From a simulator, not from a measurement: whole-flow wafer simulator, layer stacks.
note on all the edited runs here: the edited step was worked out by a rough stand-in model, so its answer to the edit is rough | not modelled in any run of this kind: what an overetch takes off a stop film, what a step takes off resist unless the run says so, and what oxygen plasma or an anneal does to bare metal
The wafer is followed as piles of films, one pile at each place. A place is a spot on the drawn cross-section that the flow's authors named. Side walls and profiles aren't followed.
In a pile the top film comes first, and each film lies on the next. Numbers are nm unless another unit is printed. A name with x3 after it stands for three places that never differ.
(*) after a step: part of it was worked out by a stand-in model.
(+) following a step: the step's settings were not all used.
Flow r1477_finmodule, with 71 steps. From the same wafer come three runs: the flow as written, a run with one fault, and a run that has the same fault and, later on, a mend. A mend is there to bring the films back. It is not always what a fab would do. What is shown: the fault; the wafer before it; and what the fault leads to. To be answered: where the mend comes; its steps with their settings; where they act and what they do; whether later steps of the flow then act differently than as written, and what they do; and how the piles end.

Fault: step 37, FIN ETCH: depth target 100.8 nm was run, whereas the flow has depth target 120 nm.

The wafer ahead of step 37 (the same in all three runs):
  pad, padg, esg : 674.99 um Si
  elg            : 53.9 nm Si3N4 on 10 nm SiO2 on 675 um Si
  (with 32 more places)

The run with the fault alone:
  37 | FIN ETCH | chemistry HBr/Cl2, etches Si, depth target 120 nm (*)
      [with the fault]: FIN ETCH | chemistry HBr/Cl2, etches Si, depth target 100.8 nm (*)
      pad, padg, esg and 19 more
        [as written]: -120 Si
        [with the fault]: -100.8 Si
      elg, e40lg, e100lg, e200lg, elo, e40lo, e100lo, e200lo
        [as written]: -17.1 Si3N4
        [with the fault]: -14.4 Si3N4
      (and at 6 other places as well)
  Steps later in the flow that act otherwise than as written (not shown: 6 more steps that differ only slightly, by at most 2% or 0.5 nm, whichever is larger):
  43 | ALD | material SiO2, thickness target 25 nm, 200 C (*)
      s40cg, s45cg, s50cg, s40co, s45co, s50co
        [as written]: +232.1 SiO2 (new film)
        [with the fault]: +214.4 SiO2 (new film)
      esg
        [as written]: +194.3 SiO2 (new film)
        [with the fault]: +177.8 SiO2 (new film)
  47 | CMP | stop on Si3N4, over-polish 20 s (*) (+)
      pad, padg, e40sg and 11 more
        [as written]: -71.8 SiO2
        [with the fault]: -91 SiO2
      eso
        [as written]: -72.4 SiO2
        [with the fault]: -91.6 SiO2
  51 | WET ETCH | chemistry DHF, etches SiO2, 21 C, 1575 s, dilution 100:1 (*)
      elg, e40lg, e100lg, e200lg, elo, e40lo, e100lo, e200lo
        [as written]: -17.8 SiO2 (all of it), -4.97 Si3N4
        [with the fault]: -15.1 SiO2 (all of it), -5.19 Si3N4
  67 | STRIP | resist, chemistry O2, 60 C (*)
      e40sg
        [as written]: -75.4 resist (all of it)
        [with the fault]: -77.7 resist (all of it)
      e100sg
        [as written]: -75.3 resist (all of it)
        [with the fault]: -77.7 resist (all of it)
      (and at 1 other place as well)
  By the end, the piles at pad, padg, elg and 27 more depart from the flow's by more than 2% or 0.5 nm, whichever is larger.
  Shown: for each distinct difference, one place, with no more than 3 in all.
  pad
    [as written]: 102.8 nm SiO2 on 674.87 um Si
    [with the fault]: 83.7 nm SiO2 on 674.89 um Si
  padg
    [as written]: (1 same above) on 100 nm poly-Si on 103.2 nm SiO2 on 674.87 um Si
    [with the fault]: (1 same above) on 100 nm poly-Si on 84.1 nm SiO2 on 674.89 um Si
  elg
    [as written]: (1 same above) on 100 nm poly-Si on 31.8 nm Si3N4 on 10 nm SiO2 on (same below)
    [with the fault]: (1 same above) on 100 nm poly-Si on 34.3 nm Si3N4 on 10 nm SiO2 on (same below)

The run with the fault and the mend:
  The mend stands after step 38.
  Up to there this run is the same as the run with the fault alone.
  38a | FIN ETCH | chemistry HBr/Cl2, etches Si, depth target 19.2 nm (*) (the flow's step 37 again, with other settings)
      pad, padg, esg and 19 more
        -19.2 Si
      elg, e40lg, e100lg, e200lg, elo, e40lo, e100lo, e200lo
        -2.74 Si3N4
      s40sg_line, s45sg_line, s50sg_line, s40so_line, s45so_line, s50so_line
        -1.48 SiO2
  Every later step of the flow that is run acts as written at every place that is followed.
  By the end, the piles equal the flow's at every place that both follow.
